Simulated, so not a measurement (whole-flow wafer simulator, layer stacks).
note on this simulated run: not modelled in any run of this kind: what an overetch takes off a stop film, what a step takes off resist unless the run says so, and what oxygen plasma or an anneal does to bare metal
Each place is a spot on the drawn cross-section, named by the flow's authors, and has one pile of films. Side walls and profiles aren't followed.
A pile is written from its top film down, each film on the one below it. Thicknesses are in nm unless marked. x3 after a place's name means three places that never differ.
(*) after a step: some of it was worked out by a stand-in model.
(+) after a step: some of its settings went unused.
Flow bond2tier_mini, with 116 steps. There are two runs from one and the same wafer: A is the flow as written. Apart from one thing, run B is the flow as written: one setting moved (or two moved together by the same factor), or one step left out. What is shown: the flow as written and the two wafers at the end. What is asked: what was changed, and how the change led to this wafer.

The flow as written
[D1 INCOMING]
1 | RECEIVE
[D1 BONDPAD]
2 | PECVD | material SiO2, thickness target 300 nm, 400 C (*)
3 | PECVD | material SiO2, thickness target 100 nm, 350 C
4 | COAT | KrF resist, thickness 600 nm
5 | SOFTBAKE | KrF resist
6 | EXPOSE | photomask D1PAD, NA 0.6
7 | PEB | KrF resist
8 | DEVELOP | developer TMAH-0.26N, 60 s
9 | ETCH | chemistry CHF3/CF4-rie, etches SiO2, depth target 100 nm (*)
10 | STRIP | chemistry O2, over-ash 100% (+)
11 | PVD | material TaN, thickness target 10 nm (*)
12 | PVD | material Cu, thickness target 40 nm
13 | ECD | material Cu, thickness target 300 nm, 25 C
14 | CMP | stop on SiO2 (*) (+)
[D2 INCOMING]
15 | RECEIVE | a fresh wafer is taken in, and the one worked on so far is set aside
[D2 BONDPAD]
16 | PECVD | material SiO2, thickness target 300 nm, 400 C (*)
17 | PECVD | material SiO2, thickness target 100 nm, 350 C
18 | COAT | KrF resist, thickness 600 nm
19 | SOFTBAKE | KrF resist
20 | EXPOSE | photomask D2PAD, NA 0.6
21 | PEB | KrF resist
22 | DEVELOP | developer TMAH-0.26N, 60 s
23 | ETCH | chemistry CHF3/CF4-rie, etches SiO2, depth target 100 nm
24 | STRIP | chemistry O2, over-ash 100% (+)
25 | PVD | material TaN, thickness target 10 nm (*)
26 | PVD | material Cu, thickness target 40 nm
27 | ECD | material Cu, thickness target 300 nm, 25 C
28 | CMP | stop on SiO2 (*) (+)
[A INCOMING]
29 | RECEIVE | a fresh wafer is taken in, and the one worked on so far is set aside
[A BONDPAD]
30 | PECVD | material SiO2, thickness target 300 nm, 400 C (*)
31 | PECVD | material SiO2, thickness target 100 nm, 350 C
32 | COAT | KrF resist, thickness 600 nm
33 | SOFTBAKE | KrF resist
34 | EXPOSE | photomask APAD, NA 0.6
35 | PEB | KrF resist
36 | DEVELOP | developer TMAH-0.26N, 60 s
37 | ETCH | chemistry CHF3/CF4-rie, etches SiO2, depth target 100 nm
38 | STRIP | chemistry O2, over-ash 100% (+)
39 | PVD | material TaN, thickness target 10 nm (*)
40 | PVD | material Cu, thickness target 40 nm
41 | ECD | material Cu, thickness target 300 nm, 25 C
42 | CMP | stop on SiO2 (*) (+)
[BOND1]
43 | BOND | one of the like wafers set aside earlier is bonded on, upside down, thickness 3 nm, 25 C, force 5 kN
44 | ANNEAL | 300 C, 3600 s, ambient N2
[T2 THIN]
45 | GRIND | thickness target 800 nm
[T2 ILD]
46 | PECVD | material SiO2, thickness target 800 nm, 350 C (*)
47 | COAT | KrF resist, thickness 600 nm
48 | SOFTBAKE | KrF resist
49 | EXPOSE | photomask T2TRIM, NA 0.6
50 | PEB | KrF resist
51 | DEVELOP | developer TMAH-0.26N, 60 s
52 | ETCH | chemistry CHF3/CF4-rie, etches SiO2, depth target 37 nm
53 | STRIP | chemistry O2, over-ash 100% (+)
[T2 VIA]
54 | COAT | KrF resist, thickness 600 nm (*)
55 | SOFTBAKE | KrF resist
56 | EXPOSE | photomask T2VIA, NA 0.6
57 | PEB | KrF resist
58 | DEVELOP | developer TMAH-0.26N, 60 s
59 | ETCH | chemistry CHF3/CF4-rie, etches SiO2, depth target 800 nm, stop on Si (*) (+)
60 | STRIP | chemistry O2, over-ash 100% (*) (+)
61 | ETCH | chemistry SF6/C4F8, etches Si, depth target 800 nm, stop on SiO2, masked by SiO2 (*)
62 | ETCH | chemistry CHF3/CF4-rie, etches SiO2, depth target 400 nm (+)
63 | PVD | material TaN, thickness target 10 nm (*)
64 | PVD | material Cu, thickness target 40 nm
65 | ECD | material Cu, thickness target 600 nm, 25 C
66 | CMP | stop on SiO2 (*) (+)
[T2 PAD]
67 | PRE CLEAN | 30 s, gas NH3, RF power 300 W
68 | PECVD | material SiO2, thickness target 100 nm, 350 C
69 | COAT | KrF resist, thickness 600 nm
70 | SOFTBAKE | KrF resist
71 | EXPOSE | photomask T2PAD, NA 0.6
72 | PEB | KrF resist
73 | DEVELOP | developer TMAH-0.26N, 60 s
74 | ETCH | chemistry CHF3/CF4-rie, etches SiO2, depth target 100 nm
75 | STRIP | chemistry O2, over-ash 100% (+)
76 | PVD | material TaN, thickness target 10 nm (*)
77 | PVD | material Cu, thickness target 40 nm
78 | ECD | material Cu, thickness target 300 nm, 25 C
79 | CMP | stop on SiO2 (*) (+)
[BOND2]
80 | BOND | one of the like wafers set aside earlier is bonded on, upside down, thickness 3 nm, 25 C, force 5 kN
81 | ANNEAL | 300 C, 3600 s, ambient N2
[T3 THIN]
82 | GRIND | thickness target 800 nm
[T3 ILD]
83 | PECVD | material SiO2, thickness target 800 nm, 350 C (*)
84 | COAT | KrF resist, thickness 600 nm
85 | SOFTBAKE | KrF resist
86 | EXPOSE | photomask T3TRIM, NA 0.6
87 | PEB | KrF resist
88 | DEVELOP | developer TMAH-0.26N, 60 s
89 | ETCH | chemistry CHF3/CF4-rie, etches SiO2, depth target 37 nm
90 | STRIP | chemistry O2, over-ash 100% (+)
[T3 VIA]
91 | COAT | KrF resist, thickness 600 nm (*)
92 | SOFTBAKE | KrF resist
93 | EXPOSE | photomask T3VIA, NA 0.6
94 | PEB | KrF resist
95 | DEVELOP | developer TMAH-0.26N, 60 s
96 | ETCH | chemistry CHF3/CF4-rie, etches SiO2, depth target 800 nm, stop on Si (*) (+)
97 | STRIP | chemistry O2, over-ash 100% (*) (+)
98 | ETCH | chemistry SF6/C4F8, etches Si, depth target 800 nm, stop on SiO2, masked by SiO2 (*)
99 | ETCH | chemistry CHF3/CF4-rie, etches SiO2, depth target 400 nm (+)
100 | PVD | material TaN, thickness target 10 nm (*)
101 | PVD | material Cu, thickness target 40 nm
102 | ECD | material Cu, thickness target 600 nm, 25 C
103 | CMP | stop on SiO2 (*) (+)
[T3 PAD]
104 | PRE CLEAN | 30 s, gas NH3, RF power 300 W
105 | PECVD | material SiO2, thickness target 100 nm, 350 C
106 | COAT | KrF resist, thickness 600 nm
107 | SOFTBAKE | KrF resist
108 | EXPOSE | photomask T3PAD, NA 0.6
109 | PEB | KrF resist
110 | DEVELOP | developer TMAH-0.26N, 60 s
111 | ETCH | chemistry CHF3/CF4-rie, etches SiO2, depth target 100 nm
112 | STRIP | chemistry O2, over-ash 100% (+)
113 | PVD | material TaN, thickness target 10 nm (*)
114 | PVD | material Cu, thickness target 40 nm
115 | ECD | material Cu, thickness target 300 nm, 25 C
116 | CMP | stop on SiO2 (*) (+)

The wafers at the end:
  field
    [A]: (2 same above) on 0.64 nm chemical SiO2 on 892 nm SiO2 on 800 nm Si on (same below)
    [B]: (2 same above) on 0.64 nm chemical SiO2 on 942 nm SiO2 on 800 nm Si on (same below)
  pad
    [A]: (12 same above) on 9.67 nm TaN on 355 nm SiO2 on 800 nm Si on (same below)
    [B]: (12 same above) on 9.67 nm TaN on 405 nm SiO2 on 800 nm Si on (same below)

The reason: step 62, ETCH: depth target 350 nm was run, though the flow has depth target 400 nm.

Step by step, how the change led to this:
  62 | ETCH | chemistry CHF3/CF4-rie, etches SiO2, depth target 400 nm (+)
      field, pad: A -400 SiO2 | B -350 SiO2
